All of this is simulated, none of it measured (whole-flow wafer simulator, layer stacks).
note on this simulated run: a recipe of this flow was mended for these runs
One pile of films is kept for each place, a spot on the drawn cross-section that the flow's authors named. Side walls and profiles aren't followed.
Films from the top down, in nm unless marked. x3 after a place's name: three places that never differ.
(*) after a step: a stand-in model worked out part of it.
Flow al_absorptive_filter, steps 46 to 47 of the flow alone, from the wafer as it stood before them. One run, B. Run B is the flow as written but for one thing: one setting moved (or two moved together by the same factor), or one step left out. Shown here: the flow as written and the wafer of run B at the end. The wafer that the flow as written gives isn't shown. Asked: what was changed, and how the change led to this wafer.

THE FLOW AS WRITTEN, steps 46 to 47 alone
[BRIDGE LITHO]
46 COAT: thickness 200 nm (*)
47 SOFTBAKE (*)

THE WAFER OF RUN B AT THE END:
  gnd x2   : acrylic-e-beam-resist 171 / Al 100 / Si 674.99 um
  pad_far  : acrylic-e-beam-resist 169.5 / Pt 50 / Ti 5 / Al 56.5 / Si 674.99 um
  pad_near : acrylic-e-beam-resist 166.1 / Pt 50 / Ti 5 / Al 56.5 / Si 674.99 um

The cause: step 46, COAT: thickness 171 nm was run, where the flow has thickness 200 nm.
It can be read off the wafer: gnd x2 has acrylic-e-beam-resist 171, and step 46 as written asks for 200 nm.

How the change led to this, step by step:
  46 COAT: thickness 200 nm (*)
      gnd x2, idc_field: acrylic-e-beam-resist +171 (new film) (as written it would be: acrylic-e-beam-resist +200 (new film))
      pad_far: acrylic-e-beam-resist +169.5 (new film) (as written it would be: acrylic-e-beam-resist +198.5 (new film))
      (and at 10 more places)
